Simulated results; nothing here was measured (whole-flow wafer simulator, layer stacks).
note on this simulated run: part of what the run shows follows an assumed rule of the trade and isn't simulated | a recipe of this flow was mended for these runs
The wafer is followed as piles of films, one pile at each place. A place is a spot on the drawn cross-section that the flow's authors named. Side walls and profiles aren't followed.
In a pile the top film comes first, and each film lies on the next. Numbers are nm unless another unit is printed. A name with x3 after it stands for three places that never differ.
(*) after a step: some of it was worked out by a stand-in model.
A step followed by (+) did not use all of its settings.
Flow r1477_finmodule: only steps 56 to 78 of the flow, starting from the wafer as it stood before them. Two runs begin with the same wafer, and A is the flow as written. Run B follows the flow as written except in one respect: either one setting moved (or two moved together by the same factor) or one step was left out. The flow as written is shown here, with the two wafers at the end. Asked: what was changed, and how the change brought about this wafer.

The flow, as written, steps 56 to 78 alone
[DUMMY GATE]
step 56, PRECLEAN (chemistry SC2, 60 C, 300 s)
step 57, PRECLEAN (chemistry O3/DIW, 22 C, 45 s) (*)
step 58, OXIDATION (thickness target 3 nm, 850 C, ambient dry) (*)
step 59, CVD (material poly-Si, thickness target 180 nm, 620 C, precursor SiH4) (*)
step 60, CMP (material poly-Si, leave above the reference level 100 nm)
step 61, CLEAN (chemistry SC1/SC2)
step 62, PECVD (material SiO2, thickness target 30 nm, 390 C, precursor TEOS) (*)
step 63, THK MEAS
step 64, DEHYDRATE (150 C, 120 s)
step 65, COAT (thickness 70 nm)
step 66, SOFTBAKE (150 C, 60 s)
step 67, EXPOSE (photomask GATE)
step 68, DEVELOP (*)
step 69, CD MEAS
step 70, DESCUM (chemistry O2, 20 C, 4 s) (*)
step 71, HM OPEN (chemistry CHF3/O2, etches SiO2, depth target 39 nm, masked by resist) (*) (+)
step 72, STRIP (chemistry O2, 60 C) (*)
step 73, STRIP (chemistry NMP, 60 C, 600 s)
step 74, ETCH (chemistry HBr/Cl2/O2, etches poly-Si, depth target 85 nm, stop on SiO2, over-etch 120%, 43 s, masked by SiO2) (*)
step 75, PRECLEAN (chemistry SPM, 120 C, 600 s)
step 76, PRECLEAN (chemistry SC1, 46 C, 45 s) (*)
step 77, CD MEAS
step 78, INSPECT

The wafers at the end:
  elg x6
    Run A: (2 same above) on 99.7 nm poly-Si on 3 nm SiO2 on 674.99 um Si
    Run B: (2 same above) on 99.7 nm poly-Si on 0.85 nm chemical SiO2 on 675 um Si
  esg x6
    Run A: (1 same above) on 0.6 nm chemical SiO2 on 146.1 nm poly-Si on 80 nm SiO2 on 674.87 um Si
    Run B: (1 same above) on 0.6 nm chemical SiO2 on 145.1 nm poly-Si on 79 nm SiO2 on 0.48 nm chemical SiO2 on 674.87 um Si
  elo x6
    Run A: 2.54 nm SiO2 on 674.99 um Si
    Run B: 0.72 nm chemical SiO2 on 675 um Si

Cause: step 58, OXIDATION: thickness target 3 nm, 850 C, ambient dry (*), was not run.

How this came from the change, step by step:
  step 60, CMP (material poly-Si, leave above the reference level 100 nm)
      pad, padg: A -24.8 poly-Si | B -25.7 poly-Si
  step 74, ETCH (chemistry HBr/Cl2/O2, etches poly-Si, depth target 85 nm, stop on SiO2, over-etch 120%, 43 s, masked by SiO2) (*)
      elo x6, e200lo: A -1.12 chemical SiO2 (all of it), -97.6 poly-Si (all of it), -0.45 SiO2 | B -1.12 chemical SiO2 (all of it), -97.6 poly-Si (all of it), -0.45 chemical SiO2
